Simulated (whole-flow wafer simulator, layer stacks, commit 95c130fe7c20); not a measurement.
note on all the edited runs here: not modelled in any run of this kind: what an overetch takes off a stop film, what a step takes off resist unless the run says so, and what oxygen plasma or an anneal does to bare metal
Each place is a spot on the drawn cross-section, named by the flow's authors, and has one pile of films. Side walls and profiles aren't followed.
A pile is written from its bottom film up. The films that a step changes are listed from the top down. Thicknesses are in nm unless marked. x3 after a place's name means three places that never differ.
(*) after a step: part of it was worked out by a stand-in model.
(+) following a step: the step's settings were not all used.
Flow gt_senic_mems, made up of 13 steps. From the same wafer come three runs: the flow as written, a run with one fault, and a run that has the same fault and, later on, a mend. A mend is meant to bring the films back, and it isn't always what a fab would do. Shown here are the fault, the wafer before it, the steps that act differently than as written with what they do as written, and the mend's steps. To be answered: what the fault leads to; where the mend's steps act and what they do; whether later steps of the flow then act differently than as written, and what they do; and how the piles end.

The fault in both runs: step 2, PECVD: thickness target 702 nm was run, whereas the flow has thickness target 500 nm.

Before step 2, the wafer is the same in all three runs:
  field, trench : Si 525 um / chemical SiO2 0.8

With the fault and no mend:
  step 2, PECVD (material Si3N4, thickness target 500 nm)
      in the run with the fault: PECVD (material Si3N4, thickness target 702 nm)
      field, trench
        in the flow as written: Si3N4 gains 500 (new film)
        in the run with the fault: Si3N4 gains 702 (new film)
  Later steps of the flow acting differently than as written (not shown: 2 more steps that differ only slightly, by at most 2% or 0.5 nm, whichever is larger):
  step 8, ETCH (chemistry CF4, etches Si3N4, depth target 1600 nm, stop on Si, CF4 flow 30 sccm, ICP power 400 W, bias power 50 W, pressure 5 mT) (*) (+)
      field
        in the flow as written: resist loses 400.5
        in the run with the fault: resist loses 535.2
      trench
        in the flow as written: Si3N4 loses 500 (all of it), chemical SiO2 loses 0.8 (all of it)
        in the run with the fault: Si3N4 loses 702 (all of it), chemical SiO2 loses 0.8 (all of it)
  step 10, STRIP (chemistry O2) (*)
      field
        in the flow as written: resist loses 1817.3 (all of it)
        in the run with the fault: resist loses 1682.6 (all of it)
  The piles end different from the flow's at field by more than 2% or 0.5 nm, whichever is larger.
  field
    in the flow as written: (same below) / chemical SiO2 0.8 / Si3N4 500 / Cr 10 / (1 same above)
    in the run with the fault: (same below) / chemical SiO2 0.8 / Si3N4 702 / Cr 10 / (1 same above)

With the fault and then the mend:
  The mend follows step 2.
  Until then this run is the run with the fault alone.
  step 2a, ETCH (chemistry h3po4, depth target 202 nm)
      field, trench
        Si3N4 loses 202
  Later steps of the flow that are run all act as written at every place that is followed.
  The piles end the same as the flow's at every place that both follow.
